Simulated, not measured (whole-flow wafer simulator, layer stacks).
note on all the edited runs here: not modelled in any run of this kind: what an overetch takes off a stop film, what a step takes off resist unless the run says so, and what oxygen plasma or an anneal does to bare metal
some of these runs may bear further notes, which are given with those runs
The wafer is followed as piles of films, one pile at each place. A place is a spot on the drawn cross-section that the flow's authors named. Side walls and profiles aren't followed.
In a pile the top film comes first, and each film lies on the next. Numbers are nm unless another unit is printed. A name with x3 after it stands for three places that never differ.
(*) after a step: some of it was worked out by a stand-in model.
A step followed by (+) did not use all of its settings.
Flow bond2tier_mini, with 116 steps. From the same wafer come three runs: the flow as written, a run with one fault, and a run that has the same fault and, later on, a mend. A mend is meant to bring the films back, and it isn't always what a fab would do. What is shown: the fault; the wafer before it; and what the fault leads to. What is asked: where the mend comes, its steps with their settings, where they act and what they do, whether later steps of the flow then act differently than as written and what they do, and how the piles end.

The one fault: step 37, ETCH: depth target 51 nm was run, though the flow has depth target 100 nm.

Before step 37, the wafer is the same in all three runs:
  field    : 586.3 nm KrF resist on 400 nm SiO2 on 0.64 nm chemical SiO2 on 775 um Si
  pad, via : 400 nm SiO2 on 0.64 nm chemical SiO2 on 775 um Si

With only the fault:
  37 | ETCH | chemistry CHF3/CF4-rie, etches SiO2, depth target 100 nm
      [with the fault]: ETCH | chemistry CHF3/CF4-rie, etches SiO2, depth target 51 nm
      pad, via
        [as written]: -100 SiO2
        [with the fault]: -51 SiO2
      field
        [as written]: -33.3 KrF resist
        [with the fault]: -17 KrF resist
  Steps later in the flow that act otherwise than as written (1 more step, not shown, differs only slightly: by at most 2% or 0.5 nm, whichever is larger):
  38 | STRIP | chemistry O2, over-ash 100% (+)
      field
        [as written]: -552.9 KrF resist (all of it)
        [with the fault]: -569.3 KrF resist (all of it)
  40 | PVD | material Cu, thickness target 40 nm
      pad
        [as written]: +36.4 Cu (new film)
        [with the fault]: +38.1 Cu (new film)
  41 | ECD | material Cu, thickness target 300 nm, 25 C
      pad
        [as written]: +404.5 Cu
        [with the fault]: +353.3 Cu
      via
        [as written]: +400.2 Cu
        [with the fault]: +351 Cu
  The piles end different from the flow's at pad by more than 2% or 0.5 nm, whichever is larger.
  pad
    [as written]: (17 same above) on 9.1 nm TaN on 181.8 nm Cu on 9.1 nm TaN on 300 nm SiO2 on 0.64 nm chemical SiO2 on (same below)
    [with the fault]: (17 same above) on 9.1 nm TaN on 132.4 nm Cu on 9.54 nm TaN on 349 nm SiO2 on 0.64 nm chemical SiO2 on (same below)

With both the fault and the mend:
  The mend stands after step 38.
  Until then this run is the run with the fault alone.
  38a | COAT | KrF resist, thickness 600 nm (*) (a further turn of the flow's step 32)
      field
        +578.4 KrF resist (new film)
      pad
        +622.6 KrF resist (new film)
      via
        +619.8 KrF resist (new film)
  38b | SOFTBAKE | KrF resist (a further turn of the flow's step 33)
      leaves every film unchanged at each place that is followed
  38c | EXPOSE | photomask APAD, NA 0.6 (a further turn of the flow's step 34)
      leaves every film unchanged at each place that is followed
  38d | PEB | KrF resist (a further turn of the flow's step 35)
      leaves every film unchanged at each place that is followed
  38e | DEVELOP | developer TMAH-0.26N, 60 s (a further turn of the flow's step 36)
      field
        -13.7 KrF resist
      pad
        -622.6 KrF resist (all of it)
      via
        -619.8 KrF resist (all of it)
  38f | ETCH | chemistry CHF3/CF4-rie, etches SiO2, depth target 49 nm (a further turn of the flow's step 37, with different settings)
      pad, via
        -49 SiO2
      field
        -16.3 KrF resist
  38g | STRIP | chemistry O2, over-ash 100% (+) (a further turn of the flow's step 38)
      field
        -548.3 KrF resist (all of it)
  Later steps of the flow that are run all act as written at every place that is followed.
  The piles end the same as the flow's at every place that both follow.
